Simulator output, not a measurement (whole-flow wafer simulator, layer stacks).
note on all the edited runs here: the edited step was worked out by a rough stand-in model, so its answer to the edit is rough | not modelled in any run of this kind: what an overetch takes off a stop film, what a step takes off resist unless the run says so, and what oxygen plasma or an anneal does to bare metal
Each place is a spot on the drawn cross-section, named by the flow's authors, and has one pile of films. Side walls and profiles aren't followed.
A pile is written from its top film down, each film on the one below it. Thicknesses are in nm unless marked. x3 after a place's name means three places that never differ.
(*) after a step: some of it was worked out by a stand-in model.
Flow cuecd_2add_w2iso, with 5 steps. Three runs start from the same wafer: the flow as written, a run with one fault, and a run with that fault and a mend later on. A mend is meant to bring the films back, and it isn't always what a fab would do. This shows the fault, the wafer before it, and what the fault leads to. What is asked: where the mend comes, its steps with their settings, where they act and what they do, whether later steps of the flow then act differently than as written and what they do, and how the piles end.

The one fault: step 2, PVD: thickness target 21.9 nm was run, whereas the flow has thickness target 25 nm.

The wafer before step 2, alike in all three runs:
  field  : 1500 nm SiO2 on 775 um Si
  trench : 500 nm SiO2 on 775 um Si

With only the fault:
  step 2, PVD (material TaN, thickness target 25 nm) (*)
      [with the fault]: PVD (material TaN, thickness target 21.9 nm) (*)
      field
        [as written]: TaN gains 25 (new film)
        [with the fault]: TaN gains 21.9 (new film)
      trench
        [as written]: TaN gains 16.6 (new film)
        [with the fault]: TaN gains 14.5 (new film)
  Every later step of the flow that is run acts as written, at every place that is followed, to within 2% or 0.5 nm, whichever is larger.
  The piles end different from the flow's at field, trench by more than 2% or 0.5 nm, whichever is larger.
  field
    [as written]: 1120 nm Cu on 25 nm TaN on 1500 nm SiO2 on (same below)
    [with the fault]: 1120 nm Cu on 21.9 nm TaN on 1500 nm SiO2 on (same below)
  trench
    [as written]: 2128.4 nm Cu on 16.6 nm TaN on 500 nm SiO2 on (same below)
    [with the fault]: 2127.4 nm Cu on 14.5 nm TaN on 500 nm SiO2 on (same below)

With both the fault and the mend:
  The mend stands after step 2.
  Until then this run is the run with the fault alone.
  step 2a, PVD (material TaN, thickness target 3.1 nm) (*) (the flow's step 2, run once more with other settings)
      field
        TaN gains 3.1
      trench
        TaN gains 2.04
  Every later step of the flow that is run acts as written at every place that is followed.
  The piles end the same as the flow's at every place that both follow.
